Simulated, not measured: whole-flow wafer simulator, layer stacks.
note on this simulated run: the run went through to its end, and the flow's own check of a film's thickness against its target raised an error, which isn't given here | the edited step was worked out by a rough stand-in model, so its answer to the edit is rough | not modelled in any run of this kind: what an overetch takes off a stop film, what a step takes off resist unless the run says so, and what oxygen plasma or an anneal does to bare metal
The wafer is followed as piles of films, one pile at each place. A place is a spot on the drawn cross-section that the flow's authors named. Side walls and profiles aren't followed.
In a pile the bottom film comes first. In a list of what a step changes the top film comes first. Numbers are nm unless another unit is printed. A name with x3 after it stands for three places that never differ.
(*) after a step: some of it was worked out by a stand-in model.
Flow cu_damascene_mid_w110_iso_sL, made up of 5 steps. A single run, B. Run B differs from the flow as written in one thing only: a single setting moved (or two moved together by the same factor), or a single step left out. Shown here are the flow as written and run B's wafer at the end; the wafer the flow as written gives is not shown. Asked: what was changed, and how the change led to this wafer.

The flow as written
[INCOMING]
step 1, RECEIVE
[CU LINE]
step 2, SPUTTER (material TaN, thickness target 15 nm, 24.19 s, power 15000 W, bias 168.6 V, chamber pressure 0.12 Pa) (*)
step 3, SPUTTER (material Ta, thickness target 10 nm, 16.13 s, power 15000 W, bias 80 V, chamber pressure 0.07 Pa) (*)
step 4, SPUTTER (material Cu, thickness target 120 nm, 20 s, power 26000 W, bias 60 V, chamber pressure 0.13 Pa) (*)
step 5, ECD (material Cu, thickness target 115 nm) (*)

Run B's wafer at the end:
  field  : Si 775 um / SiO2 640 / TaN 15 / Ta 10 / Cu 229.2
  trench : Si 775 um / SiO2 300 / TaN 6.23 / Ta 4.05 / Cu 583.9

Cause: step 5, ECD: thickness target 109.2 nm was run, while the flow as written has thickness target 115 nm.

The path from the change to this, step by step:
  step 5, ECD (material Cu, thickness target 115 nm) (*)
      field: +109.2 Cu (in the flow as written it would be: +115 Cu)
